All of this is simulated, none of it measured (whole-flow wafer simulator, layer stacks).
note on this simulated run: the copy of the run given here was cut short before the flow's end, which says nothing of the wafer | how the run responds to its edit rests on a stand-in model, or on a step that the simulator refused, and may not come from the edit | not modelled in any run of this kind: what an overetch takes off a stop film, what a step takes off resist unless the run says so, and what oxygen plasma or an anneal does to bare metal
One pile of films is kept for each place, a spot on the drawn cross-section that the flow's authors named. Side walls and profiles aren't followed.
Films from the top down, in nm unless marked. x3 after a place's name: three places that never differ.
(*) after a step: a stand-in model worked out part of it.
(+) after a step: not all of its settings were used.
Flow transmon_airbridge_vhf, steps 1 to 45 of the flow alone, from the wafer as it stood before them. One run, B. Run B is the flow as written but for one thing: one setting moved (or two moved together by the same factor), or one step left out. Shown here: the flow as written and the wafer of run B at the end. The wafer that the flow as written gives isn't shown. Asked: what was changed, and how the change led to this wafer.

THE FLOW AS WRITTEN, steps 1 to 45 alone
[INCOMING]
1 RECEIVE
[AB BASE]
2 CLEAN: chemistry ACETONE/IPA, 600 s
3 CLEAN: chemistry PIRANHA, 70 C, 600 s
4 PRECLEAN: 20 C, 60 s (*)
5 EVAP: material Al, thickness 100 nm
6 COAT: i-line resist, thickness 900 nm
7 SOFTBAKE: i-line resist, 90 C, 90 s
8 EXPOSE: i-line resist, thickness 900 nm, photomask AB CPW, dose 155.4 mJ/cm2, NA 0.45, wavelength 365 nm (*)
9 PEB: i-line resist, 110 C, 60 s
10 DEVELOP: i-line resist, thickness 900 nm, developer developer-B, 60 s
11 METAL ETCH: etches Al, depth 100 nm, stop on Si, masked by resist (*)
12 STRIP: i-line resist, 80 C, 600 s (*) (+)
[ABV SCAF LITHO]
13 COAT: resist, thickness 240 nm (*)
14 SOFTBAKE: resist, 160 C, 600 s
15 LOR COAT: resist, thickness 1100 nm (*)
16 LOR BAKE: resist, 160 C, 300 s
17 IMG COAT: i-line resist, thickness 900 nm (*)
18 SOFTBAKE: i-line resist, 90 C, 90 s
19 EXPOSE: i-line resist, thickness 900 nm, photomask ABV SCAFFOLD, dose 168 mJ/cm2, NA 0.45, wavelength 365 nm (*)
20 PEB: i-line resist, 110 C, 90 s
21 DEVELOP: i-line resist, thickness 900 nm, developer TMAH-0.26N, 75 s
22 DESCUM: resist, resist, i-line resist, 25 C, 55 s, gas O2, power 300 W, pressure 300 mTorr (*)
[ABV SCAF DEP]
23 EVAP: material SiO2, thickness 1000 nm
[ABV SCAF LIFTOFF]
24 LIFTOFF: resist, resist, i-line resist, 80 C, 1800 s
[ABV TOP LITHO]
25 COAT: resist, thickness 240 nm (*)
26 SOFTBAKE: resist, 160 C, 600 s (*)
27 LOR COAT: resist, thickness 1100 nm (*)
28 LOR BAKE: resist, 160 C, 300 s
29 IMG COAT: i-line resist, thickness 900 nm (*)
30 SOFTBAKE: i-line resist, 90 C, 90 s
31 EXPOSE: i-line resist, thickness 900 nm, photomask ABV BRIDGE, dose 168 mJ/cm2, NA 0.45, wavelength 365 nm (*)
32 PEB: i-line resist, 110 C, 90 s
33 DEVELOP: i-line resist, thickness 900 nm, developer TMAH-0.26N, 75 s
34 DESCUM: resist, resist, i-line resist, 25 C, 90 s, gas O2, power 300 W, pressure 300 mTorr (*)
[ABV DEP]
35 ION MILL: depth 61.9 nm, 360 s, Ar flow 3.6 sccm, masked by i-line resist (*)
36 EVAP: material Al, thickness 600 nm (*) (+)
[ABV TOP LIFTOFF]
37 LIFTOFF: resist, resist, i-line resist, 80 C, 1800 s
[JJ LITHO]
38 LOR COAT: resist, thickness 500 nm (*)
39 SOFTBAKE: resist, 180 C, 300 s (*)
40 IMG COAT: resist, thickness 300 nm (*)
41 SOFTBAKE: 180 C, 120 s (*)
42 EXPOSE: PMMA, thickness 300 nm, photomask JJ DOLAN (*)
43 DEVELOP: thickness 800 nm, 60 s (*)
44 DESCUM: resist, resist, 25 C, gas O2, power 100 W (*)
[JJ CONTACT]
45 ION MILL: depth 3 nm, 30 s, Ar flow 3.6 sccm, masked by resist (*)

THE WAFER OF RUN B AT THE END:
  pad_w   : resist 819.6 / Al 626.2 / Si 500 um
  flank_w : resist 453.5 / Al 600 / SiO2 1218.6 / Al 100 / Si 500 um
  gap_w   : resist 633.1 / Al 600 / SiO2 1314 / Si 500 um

The cause: step 23, EVAP: thickness 1350 nm was run, where the flow has thickness 1000 nm.

How the change led to this, step by step:
  23 EVAP: material SiO2, thickness 1000 nm
      field x3, jj_line, ground_far and 10 more: SiO2 +1350 (new film) (as written it would be: SiO2 +1000 (new film))
      flank_w, flank_e: SiO2 +1254.6 (new film) (as written it would be: SiO2 +929.3 (new film))
  24 LIFTOFF: resist, resist, i-line resist, 80 C, 1800 s
      field x3, jj_line, trace_open_s x2: SiO2 -1350 (all of it), i-line resist -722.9 (all of it), resist -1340 (all of it) (as written it would be: SiO2 -1000 (all of it), i-line resist -722.9 (all of it), resist -1340 (all of it))
      pad_w, pad_e: SiO2 -1350 (all of it), i-line resist -718 (all of it), resist -1330.2 (all of it) (as written it would be: SiO2 -1000 (all of it), i-line resist -718 (all of it), resist -1330.2 (all of it))
      (and at 1 more place)
  25 COAT: resist, thickness 240 nm (*)
      flank_w, flank_e: resist +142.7 (new film) (as written it would be: resist +152.6 (new film))
      gap_w, gap_e: resist +195.6 (new film) (as written it would be: resist +210.7 (new film))
      (and at 6 more places)
  27 LOR COAT: resist, thickness 1100 nm (*)
      gap_w, gap_e: resist +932 (as written it would be: resist +977.8)
      margin_s, margin_n: resist +746.7 (as written it would be: resist +823.4)
      (and at 6 more places)
  29 IMG COAT: i-line resist, thickness 900 nm (*)
      gap_w, gap_e: i-line resist +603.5 (new film) (as written it would be: i-line resist +681.7 (new film))
      margin_s, margin_n: i-line resist +493.5 (new film) (as written it would be: i-line resist +603.2 (new film))
      (and at 7 more places)
  32 PEB: i-line resist, 110 C, 90 s
      pad_w, pad_e: i-line resist -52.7 (as written it would be: i-line resist -51)
      flank_w, flank_e: i-line resist -34.6 (as written it would be: i-line resist -38.3)
      (and at 7 more places)
  33 DEVELOP: i-line resist, thickness 900 nm, developer TMAH-0.26N, 75 s
      gap_w, gap_e: i-line resist -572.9 (all of it), resist -932 (as written it would be: i-line resist -646.9 (all of it), resist -977.8)
      pad_w: i-line resist -966.7 (all of it), resist -1302.1 (as written it would be: i-line resist -937.2 (all of it), resist -1247.8)
      (and at 5 more places)
  34 DESCUM: resist, resist, i-line resist, 25 C, 90 s, gas O2, power 300 W, pressure 300 mTorr (*)
      flank_w, flank_e: resist -142.7 (all of it) (as written it would be: resist -152.6 (all of it))
      gap_w, gap_e: resist -195.6 (all of it) (as written it would be: resist -210.7 (all of it))
      (and at 4 more places)
  37 LIFTOFF: resist, resist, i-line resist, 80 C, 1800 s
      margin_s, margin_n: Al -600 (all of it), i-line resist -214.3 (all of it), resist -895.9 (all of it) (as written it would be: Al -600 (all of it), i-line resist -318.3 (all of it), resist -992 (all of it))
      ground_far: Al -600 (all of it), i-line resist -761.2 (all of it), resist -1393.5 (all of it) (as written it would be: Al -600 (all of it), i-line resist -717.9 (all of it), resist -1384.9 (all of it))
  38 LOR COAT: resist, thickness 500 nm (*)
      pad_w, pad_e: resist +539.5 (new film) (as written it would be: resist +517 (new film))
      flank_w, flank_e: resist +283.7 (new film) (as written it would be: resist +306.5 (new film))
      (and at 6 more places)
  40 IMG COAT: resist, thickness 300 nm (*)
      pad_w, pad_e: resist +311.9 (as written it would be: resist +300.1)
      flank_w, flank_e: resist +201.6 (as written it would be: resist +212.1)
      (and at 6 more places)
